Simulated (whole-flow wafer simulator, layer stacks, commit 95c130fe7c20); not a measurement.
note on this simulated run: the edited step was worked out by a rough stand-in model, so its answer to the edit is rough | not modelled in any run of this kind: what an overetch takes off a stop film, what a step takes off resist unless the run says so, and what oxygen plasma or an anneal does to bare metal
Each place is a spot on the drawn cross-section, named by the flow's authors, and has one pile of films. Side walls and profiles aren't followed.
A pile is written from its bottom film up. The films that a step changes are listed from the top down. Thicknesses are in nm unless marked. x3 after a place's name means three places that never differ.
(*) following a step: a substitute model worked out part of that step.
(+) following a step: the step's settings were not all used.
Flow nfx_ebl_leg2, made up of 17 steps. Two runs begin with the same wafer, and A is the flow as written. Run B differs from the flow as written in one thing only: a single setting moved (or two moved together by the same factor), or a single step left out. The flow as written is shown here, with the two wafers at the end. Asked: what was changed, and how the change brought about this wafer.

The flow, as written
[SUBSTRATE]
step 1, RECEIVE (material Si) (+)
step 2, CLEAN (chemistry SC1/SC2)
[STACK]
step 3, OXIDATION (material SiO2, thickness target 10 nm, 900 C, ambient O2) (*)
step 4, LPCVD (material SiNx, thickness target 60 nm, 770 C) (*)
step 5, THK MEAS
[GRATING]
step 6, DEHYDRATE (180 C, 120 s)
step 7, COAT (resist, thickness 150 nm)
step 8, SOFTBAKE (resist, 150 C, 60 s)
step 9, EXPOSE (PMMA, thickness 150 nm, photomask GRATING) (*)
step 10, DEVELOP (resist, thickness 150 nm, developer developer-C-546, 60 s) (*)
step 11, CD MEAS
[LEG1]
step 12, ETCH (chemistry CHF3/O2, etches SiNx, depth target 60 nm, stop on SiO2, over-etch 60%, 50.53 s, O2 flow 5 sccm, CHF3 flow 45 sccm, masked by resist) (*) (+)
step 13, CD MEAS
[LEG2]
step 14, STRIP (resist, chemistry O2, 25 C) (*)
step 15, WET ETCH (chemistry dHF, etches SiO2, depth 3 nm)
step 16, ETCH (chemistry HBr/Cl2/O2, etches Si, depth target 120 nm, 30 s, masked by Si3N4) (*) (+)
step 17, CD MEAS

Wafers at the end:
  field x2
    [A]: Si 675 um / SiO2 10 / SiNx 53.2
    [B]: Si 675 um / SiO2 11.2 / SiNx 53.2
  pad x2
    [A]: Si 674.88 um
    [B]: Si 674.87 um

Cause: step 3, OXIDATION: thickness target 11.2 nm was run, while the flow as written has thickness target 10 nm.
The wafer lets one read it off: field x2 has SiO2 11.2, and step 3 as written asks for 10 nm.

The path from the change to this, step by step:
  step 3, OXIDATION (material SiO2, thickness target 10 nm, 900 C, ambient O2) (*)
      field x2, pad x2: A SiO2 gains 10 (new film), chemical SiO2 loses 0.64 (all of it), Si loses 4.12 | B SiO2 gains 11.2 (new film), chemical SiO2 loses 0.64 (all of it), Si loses 4.64
  step 12, ETCH (chemistry CHF3/O2, etches SiNx, depth target 60 nm, stop on SiO2, over-etch 60%, 50.53 s, O2 flow 5 sccm, CHF3 flow 45 sccm, masked by resist) (*) (+)
      pad x2: A SiNx loses 60 (all of it), SiO2 loses 10 (all of it) | B SiNx loses 60 (all of it), SiO2 loses 11.2 (all of it)
